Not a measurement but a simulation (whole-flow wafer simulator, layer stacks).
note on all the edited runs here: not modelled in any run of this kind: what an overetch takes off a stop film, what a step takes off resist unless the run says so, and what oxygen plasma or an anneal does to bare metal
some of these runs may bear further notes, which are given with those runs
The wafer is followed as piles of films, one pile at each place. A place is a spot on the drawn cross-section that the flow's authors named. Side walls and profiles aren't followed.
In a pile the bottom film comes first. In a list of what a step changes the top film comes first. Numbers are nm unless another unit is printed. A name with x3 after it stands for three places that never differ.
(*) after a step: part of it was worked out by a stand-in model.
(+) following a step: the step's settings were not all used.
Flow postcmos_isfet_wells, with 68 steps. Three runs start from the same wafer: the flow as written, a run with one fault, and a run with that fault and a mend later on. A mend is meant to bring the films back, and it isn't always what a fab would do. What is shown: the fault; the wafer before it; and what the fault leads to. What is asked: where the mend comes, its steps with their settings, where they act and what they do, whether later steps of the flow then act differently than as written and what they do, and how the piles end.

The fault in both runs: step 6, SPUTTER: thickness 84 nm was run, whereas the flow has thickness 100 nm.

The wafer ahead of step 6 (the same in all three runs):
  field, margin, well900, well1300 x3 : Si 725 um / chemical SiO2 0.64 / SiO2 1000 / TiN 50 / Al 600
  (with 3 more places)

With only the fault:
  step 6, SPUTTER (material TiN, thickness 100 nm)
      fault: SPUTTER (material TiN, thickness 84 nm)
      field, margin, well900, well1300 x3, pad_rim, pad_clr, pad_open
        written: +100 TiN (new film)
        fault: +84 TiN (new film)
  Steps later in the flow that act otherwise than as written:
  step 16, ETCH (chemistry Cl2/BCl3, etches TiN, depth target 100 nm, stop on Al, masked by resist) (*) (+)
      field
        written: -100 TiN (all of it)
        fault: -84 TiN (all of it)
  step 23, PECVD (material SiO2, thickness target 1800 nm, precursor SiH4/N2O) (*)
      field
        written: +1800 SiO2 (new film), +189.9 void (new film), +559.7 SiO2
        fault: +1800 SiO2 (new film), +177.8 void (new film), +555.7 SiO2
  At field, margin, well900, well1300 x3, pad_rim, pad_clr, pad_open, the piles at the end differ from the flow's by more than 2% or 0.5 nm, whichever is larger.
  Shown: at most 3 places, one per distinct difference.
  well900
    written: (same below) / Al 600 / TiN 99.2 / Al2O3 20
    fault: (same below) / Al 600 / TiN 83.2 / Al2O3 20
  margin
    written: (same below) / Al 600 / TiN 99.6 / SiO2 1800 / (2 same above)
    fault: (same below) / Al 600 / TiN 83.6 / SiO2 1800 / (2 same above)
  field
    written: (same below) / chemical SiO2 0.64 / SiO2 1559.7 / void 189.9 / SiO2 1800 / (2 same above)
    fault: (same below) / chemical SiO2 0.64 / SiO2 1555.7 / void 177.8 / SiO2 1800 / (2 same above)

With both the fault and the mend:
  After step 6 comes the mend.
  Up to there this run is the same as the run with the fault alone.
  step 6a, SPUTTER (material TiN, thickness 16 nm) (a further turn of the flow's step 6, with different settings)
      field, margin, well900, well1300 x3, pad_rim, pad_clr, pad_open
        +16 TiN
  None of the later steps of the flow acts differently than as written at any place that is followed.
  The piles end the same as the flow's at every place that both follow.
